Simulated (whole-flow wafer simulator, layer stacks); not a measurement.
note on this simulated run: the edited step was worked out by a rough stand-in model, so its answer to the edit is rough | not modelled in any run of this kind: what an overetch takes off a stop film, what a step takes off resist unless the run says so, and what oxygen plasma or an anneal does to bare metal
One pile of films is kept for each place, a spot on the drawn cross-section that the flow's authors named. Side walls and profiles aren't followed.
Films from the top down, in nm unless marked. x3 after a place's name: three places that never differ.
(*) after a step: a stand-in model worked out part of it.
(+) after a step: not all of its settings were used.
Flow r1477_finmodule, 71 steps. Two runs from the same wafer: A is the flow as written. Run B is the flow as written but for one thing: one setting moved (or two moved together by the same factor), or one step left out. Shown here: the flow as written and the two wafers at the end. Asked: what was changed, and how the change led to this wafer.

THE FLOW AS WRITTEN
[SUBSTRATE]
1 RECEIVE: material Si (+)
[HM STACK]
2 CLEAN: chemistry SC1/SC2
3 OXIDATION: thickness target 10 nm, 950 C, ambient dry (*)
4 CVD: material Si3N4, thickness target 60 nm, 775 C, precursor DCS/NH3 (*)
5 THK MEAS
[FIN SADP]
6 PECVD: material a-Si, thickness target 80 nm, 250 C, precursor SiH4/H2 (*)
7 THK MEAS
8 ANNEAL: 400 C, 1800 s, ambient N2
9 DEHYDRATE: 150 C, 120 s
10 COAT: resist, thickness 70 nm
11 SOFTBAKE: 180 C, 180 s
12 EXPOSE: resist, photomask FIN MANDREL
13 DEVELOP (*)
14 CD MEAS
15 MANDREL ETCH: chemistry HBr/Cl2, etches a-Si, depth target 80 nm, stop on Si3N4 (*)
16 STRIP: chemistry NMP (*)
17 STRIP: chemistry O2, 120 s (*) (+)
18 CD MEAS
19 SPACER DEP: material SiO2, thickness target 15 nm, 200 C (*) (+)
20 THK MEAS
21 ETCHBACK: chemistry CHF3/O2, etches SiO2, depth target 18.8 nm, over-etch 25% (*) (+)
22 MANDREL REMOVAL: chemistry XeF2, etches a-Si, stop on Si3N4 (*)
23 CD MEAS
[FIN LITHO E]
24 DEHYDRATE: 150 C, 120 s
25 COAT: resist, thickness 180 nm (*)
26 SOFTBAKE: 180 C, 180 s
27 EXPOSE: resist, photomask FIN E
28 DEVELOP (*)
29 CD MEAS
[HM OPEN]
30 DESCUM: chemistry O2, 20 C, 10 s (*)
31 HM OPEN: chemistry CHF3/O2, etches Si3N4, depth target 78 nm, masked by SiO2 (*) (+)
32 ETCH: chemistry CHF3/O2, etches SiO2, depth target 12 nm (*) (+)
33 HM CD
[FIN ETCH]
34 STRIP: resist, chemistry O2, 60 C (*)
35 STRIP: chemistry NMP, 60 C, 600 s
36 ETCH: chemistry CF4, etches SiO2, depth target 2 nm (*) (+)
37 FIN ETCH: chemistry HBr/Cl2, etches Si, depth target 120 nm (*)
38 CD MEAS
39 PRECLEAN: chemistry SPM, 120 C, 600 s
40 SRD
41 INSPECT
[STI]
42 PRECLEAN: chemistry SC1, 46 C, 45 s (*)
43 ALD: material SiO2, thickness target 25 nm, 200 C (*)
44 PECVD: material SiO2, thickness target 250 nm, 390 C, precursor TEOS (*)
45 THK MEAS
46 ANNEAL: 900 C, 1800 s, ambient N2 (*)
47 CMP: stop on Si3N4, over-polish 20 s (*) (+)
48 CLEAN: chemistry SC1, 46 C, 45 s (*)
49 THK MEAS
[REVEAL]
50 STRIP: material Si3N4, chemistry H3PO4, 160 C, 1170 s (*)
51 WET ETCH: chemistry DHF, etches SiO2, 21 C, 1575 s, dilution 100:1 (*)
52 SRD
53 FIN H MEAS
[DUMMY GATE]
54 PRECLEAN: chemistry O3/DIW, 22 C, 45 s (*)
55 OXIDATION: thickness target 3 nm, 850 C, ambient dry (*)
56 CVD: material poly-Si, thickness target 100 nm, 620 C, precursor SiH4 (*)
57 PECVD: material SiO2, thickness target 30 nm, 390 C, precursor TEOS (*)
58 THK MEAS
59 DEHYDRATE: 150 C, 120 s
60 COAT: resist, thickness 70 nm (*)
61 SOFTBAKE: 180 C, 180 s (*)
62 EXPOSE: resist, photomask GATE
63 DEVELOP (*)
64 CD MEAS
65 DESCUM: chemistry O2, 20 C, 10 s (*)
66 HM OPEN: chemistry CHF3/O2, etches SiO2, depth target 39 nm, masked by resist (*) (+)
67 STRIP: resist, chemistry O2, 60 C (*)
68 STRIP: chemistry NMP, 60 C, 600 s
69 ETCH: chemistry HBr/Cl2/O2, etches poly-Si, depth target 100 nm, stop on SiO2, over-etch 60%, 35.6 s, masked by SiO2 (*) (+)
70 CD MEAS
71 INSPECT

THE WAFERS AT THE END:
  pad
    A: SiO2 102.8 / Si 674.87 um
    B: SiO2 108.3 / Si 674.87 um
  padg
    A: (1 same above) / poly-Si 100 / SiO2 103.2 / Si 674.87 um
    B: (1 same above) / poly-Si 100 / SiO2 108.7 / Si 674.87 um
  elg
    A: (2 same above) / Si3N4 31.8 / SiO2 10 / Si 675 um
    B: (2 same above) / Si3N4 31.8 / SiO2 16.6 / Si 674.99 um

The cause: step 3, OXIDATION: 998 C was run, where the flow has 950 C.

How the change led to this, step by step:
  3 OXIDATION: thickness target 10 nm, 950 C, ambient dry (*)
      pad, padg, elg and 33 more: A SiO2 +10 (new film), chemical SiO2 -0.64 (all of it), Si -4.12 | B SiO2 +16.6 (new film), chemical SiO2 -0.64 (all of it), Si -7.03
  31 HM OPEN: chemistry CHF3/O2, etches Si3N4, depth target 78 nm, masked by SiO2 (*) (+)
      pad, padg, esg and 13 more: A Si3N4 -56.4 (all of it), SiO2 -10 (all of it) | B Si3N4 -56.4 (all of it), SiO2 -10.8
  32 ETCH: chemistry CHF3/O2, etches SiO2, depth target 12 nm (*) (+)
      pad, padg, e40sg and 11 more: A Si -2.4 | B SiO2 -5.81 (all of it), Si -1.24
      esg, eso: A Si -1.77 | B SiO2 -5.81 (all of it), Si -1.24
      (and at 6 more places)
  43 ALD: material SiO2, thickness target 25 nm, 200 C (*)
      s40cg, s45cg, s50cg, s40co, s45co, s50co: A SiO2 +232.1 (new film) | B SiO2 +237.4 (new film)
      esg: A SiO2 +194.3 (new film) | B SiO2 +200.3 (new film)
  47 CMP: stop on Si3N4, over-polish 20 s (*) (+)
      pad, padg, e40sg and 11 more: A SiO2 -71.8 | B SiO2 -66.3
      eso: A SiO2 -72.4 | B SiO2 -66.3
  51 WET ETCH: chemistry DHF, etches SiO2, 21 C, 1575 s, dilution 100:1 (*)
      s40sg_line, s45sg_line, s50sg_line, s40so_line, s45so_line, s50so_line: A SiO2 -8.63 (all of it) | B SiO2 -15.3 (all of it)
  56 CVD: material poly-Si, thickness target 100 nm, 620 C, precursor SiH4 (*)
      s40cg, s40co: A poly-Si +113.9 (new film) | B poly-Si +107.3 (new film)
      s45cg, s45co: A poly-Si +113.4 (new film) | B poly-Si +106.8 (new film)
      (and at 2 more places)
  60 COAT: resist, thickness 70 nm (*)
      s40sg, s40so: A resist +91 (new film) | B resist +84.7 (new film)
      s45sg, s45so: A resist +91 (new film) | B resist +84.6 (new film)
      (and at 2 more places)
  63 DEVELOP (*)
      s40so: A resist -91 (all of it) | B resist -84.7 (all of it)
      s45so: A resist -91 (all of it) | B resist -84.6 (all of it)
      (and at 1 more place)
  67 STRIP: resist, chemistry O2, 60 C (*)
      s40sg: A resist -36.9 (all of it) | B resist -30.6 (all of it)
      s45sg: A resist -36.9 (all of it) | B resist -30.5 (all of it)
      (and at 1 more place)
  69 ETCH: chemistry HBr/Cl2/O2, etches poly-Si, depth target 100 nm, stop on SiO2, over-etch 60%, 35.6 s, masked by SiO2 (*) (+)
      s40co: A chemical SiO2 -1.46 (all of it), poly-Si -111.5 (all of it), SiO2 -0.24 | B chemical SiO2 -1.46 (all of it), poly-Si -104.9 (all of it), SiO2 -0.28
      s45co: A chemical SiO2 -1.46 (all of it), poly-Si -110.9 (all of it), SiO2 -0.25 | B chemical SiO2 -1.46 (all of it), poly-Si -104.3 (all of it), SiO2 -0.28
      (and at 1 more place)
